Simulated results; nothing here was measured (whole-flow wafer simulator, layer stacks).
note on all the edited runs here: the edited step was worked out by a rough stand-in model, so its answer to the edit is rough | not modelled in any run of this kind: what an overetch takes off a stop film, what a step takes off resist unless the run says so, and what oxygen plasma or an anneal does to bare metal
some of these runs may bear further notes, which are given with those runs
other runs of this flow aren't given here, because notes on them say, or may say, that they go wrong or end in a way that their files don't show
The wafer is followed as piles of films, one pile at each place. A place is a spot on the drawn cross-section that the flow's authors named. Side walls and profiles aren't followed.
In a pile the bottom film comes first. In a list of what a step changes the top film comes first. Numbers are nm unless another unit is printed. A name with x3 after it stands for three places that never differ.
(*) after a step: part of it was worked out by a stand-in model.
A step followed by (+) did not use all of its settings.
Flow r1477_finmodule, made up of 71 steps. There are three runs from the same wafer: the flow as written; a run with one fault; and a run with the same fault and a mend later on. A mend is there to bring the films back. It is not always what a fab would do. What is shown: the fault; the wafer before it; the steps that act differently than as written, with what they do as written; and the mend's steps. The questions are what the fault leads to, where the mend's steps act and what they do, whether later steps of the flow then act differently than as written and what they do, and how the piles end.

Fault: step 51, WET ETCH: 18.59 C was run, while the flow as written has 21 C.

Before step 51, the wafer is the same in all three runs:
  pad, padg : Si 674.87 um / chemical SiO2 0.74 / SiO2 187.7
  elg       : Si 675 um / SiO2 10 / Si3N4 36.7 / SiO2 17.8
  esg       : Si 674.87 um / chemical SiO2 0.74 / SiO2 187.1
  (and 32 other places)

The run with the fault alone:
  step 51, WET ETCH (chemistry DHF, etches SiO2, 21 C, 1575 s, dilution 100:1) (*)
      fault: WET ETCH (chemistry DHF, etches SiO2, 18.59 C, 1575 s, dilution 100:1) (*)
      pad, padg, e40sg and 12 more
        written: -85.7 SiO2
        fault: -77.6 SiO2
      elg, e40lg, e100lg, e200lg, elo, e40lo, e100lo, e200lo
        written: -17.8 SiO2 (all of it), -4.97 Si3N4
        fault: -17.8 SiO2 (all of it), -4.09 Si3N4
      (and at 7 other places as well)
  Steps later in the flow that act otherwise than as written (not shown: 1 more step that differs only slightly, by at most 2% or 0.5 nm, whichever is larger):
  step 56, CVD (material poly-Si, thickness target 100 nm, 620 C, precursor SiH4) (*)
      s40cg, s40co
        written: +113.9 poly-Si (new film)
        fault: +106.5 poly-Si (new film)
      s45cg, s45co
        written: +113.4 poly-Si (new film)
        fault: +105.9 poly-Si (new film)
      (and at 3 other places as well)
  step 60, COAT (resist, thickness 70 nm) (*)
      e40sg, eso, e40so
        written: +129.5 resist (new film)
        fault: +122.6 resist (new film)
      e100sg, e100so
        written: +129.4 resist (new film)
        fault: +122.6 resist (new film)
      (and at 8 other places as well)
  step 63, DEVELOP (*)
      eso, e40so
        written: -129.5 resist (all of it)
        fault: -122.6 resist (all of it)
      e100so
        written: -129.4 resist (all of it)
        fault: -122.6 resist (all of it)
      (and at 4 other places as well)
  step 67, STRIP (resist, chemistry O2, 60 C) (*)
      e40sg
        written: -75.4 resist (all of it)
        fault: -68.5 resist (all of it)
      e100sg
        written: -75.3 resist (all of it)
        fault: -68.5 resist (all of it)
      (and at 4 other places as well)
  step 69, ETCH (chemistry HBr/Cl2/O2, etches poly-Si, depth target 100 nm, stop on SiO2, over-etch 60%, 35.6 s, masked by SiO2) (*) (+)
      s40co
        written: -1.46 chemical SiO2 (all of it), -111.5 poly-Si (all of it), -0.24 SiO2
        fault: -1.42 chemical SiO2 (all of it), -104 poly-Si (all of it), -0.28 SiO2
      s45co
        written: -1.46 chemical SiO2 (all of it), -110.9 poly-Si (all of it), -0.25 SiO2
        fault: -1.42 chemical SiO2 (all of it), -103.5 poly-Si (all of it), -0.28 SiO2
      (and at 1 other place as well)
  By the end, the piles at pad, padg, elg and 27 more depart from the flow's by more than 2% or 0.5 nm, whichever is larger.
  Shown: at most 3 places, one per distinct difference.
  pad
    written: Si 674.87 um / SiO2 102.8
    fault: Si 674.87 um / SiO2 110.9
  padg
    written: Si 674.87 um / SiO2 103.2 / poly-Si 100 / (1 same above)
    fault: Si 674.87 um / SiO2 111.3 / poly-Si 100 / (1 same above)
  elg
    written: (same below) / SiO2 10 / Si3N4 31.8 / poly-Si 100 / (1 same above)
    fault: (same below) / SiO2 10 / Si3N4 32.6 / poly-Si 100 / (1 same above)

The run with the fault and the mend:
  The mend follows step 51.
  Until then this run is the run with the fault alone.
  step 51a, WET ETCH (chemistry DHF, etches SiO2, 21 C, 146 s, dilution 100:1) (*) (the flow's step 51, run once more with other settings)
      pad, padg, e40sg and 12 more
        -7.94 SiO2
      elg, e40lg, e100lg, e200lg, elo, e40lo, e100lo, e200lo
        -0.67 Si3N4
      esg, s40cg, s45cg, s50cg, s40co, s45co, s50co
        -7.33 SiO2
  None of the later steps of the flow differs from how it acts as written, at any place that is followed, by more than 2% or 0.5 nm, whichever is larger.
  At the end the piles are close to the flow's at the places that both follow, differing by at most 2% or 0.5 nm, whichever is larger.
